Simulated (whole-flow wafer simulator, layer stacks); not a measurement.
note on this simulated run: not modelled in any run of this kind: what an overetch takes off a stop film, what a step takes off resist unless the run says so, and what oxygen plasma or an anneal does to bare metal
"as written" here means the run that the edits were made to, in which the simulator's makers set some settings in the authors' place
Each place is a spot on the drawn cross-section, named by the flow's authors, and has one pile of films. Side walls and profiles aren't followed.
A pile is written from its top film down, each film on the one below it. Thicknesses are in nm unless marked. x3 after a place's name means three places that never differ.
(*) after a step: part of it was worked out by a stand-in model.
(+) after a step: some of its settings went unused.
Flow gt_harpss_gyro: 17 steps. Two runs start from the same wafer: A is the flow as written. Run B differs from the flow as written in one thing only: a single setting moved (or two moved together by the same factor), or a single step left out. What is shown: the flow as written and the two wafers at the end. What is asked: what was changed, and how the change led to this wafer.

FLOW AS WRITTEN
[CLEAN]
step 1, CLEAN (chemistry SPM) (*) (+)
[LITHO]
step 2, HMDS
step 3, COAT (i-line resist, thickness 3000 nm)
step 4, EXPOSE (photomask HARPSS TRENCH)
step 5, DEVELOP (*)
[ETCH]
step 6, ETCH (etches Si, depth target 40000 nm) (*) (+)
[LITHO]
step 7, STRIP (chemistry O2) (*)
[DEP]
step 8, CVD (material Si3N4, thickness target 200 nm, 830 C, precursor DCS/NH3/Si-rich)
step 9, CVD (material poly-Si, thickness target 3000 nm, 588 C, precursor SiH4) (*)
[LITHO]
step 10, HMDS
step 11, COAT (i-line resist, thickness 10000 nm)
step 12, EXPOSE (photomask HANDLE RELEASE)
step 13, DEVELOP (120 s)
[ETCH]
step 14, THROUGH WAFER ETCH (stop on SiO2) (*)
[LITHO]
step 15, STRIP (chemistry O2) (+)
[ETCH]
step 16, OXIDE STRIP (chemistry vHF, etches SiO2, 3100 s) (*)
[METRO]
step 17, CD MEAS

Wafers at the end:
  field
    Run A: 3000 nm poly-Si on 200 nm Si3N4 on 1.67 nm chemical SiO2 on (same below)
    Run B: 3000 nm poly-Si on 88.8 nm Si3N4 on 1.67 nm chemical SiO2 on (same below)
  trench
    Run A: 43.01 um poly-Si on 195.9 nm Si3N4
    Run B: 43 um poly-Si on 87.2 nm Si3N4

The reason: step 8, CVD: thickness target 88.79 nm was run, whereas the flow has thickness target 200 nm.
One can read it off the wafer: field has Si3N4 88.8, and step 8 as written asks for 200 nm.

The path from the change to this, step by step:
  step 8, CVD (material Si3N4, thickness target 200 nm, 830 C, precursor DCS/NH3/Si-rich)
      field: A Si3N4 gains 200 (new film) | B Si3N4 gains 88.8 (new film)
      trench: A Si3N4 gains 195.9 (new film) | B Si3N4 gains 87.2 (new film)
  step 9, CVD (material poly-Si, thickness target 3000 nm, 588 C, precursor SiH4) (*)
      trench: A poly-Si gains 43.01 um (new film) | B poly-Si gains 43 um (new film)
